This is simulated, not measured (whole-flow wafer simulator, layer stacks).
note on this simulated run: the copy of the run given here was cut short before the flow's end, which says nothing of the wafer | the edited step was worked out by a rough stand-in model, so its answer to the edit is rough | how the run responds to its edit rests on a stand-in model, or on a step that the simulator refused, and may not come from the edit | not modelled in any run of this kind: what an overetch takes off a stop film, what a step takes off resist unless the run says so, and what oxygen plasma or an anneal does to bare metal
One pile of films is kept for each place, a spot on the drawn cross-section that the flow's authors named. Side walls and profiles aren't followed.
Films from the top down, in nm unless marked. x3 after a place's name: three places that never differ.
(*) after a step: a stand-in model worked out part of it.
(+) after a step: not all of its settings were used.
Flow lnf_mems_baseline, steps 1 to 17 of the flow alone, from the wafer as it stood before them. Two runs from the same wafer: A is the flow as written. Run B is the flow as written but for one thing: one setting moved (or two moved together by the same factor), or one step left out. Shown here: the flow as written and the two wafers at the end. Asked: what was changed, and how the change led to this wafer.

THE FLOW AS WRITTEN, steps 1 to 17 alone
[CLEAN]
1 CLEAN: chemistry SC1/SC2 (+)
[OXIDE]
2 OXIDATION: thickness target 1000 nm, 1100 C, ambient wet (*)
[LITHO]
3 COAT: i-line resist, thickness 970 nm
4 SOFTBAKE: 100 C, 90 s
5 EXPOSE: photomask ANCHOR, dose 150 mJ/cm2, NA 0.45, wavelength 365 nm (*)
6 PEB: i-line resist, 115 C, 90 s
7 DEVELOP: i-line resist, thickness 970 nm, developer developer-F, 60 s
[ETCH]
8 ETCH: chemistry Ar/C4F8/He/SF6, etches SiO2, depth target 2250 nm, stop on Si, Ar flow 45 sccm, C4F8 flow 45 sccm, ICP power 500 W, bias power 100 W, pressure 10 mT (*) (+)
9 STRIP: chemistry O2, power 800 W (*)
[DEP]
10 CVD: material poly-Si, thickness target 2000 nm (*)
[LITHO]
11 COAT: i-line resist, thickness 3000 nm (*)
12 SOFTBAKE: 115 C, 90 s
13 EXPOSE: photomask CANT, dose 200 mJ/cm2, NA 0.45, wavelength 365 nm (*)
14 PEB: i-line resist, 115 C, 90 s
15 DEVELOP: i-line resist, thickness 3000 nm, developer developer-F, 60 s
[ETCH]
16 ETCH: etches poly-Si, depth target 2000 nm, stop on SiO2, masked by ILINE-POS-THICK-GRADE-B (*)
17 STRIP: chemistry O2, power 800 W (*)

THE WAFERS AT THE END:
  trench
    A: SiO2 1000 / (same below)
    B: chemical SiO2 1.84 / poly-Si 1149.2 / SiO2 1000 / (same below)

The cause: step 16, ETCH: depth target 850 nm was run, where the flow has depth target 2000 nm.

How the change led to this, step by step:
  16 ETCH: etches poly-Si, depth target 2000 nm, stop on SiO2, masked by ILINE-POS-THICK-GRADE-B (*)
      trench, char_slit: A poly-Si -2000 (all of it) | B poly-Si -850
      field, anchor, beam: A i-line resist -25 | B i-line resist -10.6
  17 STRIP: chemistry O2, power 800 W (*)
      trench, char_slit: A nothing | B chemical SiO2 +1.84 (new film), poly-Si -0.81
